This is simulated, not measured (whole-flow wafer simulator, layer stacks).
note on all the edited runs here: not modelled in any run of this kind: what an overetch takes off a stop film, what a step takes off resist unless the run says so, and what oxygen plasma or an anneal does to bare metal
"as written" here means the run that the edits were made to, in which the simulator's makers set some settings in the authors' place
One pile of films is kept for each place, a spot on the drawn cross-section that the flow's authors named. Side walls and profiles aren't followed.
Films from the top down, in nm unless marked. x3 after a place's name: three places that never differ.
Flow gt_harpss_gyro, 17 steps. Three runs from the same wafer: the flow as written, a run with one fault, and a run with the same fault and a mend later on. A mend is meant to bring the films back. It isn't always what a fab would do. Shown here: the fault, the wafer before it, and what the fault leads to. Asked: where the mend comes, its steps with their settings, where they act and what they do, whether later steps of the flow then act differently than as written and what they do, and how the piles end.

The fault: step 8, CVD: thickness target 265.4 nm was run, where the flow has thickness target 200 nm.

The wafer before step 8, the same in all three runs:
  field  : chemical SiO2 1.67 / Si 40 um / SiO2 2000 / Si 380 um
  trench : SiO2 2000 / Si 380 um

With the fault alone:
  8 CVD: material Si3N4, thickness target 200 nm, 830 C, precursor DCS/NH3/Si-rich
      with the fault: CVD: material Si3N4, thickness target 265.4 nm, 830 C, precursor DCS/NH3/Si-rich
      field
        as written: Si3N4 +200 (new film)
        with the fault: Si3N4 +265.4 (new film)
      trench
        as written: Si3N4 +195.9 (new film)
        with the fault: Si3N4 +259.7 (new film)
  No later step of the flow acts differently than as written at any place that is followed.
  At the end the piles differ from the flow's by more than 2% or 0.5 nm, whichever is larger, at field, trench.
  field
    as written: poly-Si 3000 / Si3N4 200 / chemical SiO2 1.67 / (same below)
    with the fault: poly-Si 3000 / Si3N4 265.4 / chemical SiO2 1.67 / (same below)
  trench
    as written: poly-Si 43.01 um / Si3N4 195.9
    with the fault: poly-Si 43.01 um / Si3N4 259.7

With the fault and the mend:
  The mend comes after step 8.
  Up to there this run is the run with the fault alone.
  8a ETCH: chemistry h3po4, depth target 65.19 nm
      field, trench
        Si3N4 -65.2
  No later step of the flow acts differently than as written at any place that is followed.
  At the end the piles differ from the flow's only slightly at the places that both follow, by at most 2% or 0.5 nm, whichever is larger.
